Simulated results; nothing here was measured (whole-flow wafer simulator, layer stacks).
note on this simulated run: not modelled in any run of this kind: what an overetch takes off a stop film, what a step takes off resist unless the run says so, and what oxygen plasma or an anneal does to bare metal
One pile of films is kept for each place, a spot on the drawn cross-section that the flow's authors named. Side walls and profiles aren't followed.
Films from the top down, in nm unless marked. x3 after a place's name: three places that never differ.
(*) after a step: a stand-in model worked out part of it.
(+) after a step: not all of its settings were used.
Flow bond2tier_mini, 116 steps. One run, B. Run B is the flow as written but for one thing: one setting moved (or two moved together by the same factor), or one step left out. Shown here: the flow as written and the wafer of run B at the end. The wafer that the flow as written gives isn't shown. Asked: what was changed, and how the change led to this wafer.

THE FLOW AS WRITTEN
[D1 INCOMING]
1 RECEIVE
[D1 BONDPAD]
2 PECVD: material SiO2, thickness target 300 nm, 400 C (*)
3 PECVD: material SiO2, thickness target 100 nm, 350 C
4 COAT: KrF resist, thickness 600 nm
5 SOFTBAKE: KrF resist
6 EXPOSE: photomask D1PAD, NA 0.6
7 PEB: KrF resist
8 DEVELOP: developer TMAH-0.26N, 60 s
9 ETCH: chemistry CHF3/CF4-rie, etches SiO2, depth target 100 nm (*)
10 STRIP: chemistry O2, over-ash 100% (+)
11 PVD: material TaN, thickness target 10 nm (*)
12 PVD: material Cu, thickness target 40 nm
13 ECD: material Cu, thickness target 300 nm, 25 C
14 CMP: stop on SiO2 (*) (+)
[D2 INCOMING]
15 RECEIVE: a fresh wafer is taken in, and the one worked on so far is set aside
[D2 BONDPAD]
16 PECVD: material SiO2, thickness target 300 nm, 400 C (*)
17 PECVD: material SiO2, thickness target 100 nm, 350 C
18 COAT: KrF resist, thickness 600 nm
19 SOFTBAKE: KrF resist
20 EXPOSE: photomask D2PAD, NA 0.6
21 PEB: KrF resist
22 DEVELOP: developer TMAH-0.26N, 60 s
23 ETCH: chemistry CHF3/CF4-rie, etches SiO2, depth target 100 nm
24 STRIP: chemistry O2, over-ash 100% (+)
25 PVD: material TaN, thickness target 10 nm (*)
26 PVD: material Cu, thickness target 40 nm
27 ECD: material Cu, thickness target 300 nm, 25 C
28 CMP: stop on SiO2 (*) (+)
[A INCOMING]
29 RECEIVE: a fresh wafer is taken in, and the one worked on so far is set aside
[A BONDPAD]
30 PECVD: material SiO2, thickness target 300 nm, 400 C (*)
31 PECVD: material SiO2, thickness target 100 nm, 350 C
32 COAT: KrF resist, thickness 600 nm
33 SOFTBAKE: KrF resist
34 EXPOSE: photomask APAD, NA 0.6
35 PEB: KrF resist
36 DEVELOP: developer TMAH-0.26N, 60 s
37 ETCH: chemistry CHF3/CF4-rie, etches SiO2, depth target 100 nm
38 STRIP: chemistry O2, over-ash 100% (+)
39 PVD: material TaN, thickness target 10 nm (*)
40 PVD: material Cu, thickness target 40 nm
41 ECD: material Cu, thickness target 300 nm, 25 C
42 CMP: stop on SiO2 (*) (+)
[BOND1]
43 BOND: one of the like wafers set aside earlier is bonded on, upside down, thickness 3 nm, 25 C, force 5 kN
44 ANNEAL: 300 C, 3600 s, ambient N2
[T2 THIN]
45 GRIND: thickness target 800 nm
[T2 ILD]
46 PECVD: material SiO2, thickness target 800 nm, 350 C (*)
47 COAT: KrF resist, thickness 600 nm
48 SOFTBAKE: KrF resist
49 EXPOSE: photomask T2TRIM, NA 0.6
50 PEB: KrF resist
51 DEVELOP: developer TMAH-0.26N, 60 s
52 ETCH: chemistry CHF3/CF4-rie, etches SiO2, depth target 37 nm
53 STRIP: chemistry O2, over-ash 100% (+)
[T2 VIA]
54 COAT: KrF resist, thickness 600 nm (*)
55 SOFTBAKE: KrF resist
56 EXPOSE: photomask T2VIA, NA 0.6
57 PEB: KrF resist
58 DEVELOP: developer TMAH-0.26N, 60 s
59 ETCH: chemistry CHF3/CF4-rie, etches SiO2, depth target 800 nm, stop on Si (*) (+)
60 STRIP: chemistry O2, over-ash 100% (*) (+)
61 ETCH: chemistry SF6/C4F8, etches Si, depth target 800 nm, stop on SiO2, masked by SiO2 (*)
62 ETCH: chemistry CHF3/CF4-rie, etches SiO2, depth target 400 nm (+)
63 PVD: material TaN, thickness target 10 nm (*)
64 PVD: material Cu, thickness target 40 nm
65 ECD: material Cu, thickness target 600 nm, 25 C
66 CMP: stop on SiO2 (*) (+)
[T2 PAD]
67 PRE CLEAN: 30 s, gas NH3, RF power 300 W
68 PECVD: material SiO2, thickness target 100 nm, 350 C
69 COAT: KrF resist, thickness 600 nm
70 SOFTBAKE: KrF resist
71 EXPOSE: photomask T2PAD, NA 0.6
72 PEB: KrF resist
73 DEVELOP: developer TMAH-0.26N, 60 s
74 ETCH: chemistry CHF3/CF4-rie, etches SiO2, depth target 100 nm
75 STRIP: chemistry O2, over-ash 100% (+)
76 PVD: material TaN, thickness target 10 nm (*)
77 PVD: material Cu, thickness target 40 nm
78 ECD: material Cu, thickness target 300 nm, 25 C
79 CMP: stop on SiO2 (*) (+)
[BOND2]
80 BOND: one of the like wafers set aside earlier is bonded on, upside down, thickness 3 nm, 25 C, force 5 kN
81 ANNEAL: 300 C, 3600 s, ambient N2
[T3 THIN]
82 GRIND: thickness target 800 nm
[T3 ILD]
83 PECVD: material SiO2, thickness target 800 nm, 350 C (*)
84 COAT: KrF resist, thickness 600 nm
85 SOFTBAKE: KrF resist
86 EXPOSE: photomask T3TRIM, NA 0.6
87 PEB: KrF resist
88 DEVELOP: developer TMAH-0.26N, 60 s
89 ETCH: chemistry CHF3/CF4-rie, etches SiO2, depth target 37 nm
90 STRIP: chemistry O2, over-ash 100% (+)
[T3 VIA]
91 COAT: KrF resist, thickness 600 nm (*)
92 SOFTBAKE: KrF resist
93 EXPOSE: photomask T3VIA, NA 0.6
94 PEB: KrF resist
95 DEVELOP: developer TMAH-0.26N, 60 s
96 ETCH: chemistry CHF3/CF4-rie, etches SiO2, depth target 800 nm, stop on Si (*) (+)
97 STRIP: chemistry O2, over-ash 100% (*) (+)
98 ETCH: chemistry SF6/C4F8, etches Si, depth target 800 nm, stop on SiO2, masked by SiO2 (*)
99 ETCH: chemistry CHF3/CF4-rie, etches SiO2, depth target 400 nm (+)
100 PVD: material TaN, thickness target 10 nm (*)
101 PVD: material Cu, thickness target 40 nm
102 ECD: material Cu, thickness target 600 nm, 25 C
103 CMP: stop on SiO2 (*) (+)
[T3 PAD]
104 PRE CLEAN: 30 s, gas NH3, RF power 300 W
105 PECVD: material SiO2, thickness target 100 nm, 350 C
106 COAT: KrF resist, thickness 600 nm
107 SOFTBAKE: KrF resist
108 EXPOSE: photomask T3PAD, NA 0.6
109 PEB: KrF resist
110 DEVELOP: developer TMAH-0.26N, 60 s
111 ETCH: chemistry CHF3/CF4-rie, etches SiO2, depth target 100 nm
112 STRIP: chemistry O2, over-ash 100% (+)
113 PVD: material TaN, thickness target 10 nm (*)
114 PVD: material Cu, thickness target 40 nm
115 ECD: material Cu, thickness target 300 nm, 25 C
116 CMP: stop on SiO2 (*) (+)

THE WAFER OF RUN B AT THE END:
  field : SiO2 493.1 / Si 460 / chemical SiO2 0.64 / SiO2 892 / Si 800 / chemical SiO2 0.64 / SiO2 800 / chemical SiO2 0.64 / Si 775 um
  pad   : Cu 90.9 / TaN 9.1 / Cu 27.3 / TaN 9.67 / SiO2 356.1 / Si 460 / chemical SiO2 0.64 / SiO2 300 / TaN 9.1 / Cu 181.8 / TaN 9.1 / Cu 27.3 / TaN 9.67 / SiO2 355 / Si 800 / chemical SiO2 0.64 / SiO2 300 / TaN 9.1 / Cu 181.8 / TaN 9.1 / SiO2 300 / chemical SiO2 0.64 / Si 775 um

The cause: step 82, GRIND: thickness target 460 nm was run, where the flow has thickness target 800 nm.
It can be read off the wafer: field has Si 460, and step 82 as written asks for 800 nm.

How the change led to this, step by step:
  82 GRIND: thickness target 800 nm
      field, pad: Si -774.54 um (as written it would be: Si -774.2 um)
  98 ETCH: chemistry SF6/C4F8, etches Si, depth target 800 nm, stop on SiO2, masked by SiO2 (*)
      field, pad: SiO2 -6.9 (as written it would be: SiO2 -8)
